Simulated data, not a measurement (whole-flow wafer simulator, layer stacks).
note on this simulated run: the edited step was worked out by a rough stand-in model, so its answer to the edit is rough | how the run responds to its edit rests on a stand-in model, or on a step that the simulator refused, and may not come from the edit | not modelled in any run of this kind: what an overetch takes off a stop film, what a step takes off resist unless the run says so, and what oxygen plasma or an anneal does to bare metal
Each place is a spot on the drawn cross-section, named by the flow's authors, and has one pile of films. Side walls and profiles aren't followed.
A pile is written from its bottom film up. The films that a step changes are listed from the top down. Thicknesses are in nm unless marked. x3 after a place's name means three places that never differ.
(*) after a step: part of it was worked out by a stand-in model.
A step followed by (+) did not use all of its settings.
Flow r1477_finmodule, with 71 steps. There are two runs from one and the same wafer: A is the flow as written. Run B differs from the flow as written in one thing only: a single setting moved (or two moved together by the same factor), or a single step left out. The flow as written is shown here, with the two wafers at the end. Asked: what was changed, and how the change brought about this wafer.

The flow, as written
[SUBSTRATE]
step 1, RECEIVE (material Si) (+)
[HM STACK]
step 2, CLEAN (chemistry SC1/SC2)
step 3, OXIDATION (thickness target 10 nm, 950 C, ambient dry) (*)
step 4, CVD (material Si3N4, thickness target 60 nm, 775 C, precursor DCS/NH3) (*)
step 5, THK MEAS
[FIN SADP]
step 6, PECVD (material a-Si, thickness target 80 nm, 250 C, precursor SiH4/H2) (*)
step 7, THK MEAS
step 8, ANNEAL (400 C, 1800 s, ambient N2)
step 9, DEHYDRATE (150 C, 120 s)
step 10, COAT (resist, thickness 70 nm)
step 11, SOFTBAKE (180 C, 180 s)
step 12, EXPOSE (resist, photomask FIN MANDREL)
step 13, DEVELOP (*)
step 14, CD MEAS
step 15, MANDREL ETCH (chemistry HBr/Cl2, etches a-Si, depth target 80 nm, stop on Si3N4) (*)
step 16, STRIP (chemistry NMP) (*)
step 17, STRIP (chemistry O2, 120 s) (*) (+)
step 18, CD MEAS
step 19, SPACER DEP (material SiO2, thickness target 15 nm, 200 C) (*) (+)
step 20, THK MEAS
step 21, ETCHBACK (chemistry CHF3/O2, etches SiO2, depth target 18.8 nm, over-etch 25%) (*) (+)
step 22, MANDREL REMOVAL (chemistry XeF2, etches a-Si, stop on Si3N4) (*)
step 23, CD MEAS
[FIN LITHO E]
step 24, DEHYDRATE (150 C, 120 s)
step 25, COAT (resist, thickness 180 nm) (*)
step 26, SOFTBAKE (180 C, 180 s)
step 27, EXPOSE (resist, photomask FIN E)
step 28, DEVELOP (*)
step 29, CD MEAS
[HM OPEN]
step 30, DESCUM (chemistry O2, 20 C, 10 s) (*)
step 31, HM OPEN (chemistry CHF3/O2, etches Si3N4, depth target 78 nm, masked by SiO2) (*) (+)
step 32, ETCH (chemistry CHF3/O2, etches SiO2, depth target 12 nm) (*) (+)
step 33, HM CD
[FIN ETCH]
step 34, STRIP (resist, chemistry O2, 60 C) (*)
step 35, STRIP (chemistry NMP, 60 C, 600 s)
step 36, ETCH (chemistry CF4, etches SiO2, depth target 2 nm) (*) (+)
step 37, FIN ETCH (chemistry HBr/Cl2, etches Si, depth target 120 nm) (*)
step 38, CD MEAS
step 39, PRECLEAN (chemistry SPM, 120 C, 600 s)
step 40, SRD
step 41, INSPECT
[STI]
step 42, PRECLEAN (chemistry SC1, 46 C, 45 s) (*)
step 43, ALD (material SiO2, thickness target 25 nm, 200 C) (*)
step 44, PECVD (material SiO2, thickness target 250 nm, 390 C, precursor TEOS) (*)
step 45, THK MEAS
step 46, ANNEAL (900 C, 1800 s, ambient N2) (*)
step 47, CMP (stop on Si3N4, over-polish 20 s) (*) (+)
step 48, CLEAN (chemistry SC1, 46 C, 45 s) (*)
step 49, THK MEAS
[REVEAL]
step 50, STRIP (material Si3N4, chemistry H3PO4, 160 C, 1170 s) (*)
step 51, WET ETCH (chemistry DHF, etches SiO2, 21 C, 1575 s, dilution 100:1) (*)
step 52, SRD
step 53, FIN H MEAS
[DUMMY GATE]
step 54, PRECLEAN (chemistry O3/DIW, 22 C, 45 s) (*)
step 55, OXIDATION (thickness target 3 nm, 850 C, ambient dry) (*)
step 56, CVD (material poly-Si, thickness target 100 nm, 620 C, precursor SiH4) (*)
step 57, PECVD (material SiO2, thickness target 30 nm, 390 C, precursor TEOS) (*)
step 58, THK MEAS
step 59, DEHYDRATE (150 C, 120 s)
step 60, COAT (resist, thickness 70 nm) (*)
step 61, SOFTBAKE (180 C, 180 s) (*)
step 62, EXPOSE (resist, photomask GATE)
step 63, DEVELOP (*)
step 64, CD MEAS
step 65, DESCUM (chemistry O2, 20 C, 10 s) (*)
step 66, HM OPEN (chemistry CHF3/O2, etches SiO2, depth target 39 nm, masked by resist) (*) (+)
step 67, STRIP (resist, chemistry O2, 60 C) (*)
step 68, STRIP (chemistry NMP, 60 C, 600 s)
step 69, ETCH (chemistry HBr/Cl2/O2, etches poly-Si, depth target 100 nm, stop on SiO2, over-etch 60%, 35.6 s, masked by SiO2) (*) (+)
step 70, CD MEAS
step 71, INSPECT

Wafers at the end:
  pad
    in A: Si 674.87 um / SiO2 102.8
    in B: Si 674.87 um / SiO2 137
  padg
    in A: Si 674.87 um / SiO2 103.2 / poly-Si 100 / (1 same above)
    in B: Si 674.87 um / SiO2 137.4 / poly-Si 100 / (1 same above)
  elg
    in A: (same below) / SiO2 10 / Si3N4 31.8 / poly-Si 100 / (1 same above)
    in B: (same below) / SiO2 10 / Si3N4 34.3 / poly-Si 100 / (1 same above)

Cause: step 51, WET ETCH: 945 s was run, though the flow has 1575 s.

Step by step, how the change led to this:
  step 51, WET ETCH (chemistry DHF, etches SiO2, 21 C, 1575 s, dilution 100:1) (*)
      pad, padg, e40sg and 12 more: A SiO2 loses 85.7 | B SiO2 loses 51.4
      elg, e40lg, e100lg, e200lg, elo, e40lo, e100lo, e200lo: A SiO2 loses 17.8 (all of it), Si3N4 loses 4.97 | B SiO2 loses 17.8 (all of it), Si3N4 loses 2.4
      (also at 7 further places)
  step 56, CVD (material poly-Si, thickness target 100 nm, 620 C, precursor SiH4) (*)
      s40sg_line, s45sg_line, s50sg_line, s40so_line, s45so_line, s50so_line: A poly-Si gains 100 (new film) | B poly-Si gains 111.7 (new film)
      s40cg, s40co: A poly-Si gains 113.9 (new film) | B poly-Si gains 100 (new film)
      (also at 5 further places)
  step 60, COAT (resist, thickness 70 nm) (*)
      e40lg, e100lg, elo, e40lo, e100lo: A resist gains 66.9 (new film) | B resist gains 68.5 (new film)
      e40sg, eso, e40so: A resist gains 129.5 (new film) | B resist gains 99.4 (new film)
      (also at 22 further places)
  step 63, DEVELOP (*)
      elo, e40lo, e100lo: A resist loses 66.9 (all of it) | B resist loses 68.5 (all of it)
      eso, e40so: A resist loses 129.5 (all of it) | B resist loses 99.4 (all of it)
      (also at 11 further places)
  step 67, STRIP (resist, chemistry O2, 60 C) (*)
      e40lg, e100lg: A resist loses 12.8 (all of it) | B resist loses 14.3 (all of it)
      e40sg: A resist loses 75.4 (all of it) | B resist loses 45.3 (all of it)
      (also at 12 further places)
  step 69, ETCH (chemistry HBr/Cl2/O2, etches poly-Si, depth target 100 nm, stop on SiO2, over-etch 60%, 35.6 s, masked by SiO2) (*) (+)
      s40so_line, s45so_line, s50so_line: A chemical SiO2 loses 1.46 (all of it), poly-Si loses 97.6 (all of it), SiO2 loses 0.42 | B chemical SiO2 loses 1.28 (all of it), poly-Si loses 109.3 (all of it), SiO2 loses 0.25
      s40co: A chemical SiO2 loses 1.46 (all of it), poly-Si loses 111.5 (all of it), SiO2 loses 0.24 | B chemical SiO2 loses 1.28 (all of it), poly-Si loses 97.6 (all of it), SiO2 loses 0.42
      (also at 2 further places)
